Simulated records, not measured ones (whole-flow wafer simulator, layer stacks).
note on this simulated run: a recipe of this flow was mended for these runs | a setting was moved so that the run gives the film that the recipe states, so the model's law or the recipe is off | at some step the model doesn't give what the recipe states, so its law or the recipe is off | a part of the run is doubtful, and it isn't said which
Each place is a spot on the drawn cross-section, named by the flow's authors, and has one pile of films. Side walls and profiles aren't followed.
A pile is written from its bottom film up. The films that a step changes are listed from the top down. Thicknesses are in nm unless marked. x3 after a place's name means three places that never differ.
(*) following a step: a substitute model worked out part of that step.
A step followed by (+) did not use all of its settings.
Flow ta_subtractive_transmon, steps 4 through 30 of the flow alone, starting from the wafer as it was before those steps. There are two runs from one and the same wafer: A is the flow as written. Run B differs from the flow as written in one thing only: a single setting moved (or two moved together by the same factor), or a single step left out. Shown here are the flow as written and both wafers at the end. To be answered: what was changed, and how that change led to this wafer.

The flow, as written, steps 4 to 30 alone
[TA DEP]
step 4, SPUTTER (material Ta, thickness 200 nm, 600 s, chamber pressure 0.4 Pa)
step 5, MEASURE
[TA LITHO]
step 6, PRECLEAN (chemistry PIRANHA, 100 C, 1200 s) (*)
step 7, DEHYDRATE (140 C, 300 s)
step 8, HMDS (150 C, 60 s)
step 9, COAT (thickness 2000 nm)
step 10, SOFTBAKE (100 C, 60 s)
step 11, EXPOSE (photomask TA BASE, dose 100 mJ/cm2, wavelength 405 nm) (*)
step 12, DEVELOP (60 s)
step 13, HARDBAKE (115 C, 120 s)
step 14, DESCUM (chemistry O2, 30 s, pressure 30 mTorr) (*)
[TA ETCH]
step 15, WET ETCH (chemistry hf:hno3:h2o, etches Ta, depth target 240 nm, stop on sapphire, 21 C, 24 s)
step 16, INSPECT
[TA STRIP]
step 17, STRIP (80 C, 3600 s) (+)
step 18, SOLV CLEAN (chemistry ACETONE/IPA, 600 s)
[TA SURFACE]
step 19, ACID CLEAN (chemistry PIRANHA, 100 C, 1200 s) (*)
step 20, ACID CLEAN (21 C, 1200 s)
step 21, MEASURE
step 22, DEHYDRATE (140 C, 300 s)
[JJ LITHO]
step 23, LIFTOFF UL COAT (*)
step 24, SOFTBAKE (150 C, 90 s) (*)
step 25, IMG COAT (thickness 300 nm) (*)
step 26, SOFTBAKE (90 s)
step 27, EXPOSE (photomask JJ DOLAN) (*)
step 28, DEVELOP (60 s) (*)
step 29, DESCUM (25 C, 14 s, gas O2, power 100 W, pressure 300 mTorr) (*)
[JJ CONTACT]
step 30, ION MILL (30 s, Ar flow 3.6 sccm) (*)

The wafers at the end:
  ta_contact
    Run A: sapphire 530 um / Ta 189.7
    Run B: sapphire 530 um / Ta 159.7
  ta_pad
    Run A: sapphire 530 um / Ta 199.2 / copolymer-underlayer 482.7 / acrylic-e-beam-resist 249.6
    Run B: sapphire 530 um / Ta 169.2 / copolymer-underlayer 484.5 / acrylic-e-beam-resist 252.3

What caused this: step 4, SPUTTER: thickness 170 nm was run, whereas the flow has thickness 200 nm; step 4, SPUTTER: 510 s was run, where the flow has 600 s.

Step by step, how the change led to this:
  step 4, SPUTTER (material Ta, thickness 200 nm, 600 s, chamber pressure 0.4 Pa)
      field x2, jj_line, lead, ta_contact, ta_pad: A Ta gains 200 (new film) | B Ta gains 170 (new film)
  step 15, WET ETCH (chemistry hf:hno3:h2o, etches Ta, depth target 240 nm, stop on sapphire, 21 C, 24 s)
      field x2, jj_line, lead: A Ta loses 199.7 (all of it) | B Ta loses 169.7 (all of it)
